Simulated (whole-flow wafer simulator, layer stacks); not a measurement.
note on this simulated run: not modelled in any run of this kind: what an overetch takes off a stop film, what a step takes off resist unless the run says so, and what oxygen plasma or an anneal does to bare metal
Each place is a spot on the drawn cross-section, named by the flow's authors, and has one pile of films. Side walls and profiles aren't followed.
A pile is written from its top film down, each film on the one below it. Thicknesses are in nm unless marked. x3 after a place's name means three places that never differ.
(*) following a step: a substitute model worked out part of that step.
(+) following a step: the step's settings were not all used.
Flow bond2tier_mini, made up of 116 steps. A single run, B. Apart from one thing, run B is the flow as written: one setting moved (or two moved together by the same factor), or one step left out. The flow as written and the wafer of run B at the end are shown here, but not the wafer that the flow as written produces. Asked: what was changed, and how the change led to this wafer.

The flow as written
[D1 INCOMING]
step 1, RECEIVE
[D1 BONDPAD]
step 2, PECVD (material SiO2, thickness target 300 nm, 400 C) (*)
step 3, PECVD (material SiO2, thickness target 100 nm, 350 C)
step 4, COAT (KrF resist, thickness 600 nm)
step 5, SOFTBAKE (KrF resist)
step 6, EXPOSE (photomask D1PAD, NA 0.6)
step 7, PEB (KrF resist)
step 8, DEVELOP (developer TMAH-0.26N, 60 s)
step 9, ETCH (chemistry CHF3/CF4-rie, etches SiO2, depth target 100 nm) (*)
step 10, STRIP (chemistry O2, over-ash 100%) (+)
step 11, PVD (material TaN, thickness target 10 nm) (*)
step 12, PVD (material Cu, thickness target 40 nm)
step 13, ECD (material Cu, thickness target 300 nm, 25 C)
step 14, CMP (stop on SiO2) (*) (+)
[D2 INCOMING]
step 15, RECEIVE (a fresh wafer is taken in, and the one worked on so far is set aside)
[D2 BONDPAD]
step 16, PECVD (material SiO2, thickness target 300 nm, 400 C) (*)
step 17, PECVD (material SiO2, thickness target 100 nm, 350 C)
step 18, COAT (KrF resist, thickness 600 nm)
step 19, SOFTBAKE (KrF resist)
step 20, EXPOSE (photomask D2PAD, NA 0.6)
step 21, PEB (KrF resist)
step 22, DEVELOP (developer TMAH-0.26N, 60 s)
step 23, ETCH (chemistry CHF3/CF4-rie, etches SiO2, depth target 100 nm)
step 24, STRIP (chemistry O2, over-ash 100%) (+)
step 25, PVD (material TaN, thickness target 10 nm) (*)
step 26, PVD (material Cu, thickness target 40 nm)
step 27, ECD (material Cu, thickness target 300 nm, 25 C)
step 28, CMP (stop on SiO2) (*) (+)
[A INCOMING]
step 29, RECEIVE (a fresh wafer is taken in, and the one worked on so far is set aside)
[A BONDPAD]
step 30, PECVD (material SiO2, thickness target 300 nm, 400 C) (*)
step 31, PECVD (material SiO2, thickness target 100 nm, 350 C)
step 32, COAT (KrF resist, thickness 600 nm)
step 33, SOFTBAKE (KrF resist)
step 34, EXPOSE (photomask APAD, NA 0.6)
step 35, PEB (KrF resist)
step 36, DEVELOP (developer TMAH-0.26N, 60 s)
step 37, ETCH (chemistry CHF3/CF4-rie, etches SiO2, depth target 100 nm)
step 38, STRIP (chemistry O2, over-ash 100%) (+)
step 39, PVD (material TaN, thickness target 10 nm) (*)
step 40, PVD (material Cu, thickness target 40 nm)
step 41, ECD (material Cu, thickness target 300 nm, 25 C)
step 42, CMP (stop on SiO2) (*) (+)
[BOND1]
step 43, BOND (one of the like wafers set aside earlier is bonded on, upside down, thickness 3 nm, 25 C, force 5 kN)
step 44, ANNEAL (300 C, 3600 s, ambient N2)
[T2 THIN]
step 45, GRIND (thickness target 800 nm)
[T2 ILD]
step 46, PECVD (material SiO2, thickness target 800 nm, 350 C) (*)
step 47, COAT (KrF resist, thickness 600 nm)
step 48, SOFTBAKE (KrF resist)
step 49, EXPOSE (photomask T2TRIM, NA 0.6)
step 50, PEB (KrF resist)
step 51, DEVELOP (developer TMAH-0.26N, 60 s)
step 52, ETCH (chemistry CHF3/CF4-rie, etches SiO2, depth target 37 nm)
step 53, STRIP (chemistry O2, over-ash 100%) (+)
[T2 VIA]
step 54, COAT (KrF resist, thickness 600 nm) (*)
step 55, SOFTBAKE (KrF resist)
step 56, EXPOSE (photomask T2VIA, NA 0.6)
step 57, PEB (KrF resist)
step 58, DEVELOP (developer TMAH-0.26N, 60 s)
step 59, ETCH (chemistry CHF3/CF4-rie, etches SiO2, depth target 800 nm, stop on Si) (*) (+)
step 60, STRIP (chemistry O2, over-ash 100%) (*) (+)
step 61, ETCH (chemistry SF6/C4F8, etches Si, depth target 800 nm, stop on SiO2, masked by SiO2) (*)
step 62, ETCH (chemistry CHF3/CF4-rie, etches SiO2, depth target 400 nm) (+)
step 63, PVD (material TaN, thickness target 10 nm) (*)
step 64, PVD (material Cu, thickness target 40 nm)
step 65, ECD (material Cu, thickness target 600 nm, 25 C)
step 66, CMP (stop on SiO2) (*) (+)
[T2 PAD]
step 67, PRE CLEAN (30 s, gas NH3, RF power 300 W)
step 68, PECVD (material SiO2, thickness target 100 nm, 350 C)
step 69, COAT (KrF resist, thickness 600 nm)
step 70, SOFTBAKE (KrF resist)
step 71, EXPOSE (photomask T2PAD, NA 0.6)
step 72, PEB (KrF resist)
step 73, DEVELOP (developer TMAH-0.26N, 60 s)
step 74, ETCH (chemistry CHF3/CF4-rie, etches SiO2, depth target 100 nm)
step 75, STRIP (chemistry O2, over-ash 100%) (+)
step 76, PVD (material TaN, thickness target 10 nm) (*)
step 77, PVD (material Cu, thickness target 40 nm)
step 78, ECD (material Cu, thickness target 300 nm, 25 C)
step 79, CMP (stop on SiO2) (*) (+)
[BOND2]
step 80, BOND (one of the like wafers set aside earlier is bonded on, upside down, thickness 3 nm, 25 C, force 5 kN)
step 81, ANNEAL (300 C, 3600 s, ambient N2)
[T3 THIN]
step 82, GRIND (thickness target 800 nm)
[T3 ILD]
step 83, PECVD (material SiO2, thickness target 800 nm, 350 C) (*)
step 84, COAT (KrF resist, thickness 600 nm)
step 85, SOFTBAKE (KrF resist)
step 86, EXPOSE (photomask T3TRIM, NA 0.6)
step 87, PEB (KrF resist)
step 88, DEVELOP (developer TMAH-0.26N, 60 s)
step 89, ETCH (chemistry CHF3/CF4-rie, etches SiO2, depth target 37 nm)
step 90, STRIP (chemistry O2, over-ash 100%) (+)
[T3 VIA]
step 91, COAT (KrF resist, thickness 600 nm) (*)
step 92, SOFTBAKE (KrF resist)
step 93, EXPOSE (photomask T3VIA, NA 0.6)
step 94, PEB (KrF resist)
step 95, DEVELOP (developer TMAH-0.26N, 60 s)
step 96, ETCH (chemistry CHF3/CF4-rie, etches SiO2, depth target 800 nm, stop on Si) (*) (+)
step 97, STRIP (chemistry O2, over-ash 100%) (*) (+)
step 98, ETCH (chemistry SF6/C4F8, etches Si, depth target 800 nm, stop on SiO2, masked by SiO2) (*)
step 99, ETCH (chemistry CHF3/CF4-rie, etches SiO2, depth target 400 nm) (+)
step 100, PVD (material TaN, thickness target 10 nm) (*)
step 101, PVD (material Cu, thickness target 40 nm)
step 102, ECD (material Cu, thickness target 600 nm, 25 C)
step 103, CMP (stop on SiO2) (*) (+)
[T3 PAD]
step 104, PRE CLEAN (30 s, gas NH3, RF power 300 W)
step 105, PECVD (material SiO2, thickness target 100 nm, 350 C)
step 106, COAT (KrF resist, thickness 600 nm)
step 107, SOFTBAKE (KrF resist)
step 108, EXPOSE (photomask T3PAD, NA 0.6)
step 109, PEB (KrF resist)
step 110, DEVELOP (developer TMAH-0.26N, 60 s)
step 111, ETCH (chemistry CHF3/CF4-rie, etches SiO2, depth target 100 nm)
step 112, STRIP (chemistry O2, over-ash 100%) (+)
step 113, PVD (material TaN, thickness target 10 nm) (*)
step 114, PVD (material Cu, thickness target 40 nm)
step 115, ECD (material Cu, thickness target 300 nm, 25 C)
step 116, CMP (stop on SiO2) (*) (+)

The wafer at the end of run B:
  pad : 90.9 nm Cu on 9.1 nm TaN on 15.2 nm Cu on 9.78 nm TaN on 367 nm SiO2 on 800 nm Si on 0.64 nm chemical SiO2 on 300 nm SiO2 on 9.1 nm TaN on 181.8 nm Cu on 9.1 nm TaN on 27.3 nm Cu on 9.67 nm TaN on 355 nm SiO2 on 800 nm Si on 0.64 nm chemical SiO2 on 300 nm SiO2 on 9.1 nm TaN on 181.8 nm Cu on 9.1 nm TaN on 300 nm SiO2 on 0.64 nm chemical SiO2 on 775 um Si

What caused this: step 89, ETCH: depth target 25 nm was run, while the flow as written has depth target 37 nm.

How this came from the change, step by step:
  step 89, ETCH (chemistry CHF3/CF4-rie, etches SiO2, depth target 37 nm)
      field: KrF resist loses 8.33 (as written it would have been: KrF resist loses 12.3)
      pad: SiO2 loses 25 (as written it would have been: SiO2 loses 37)
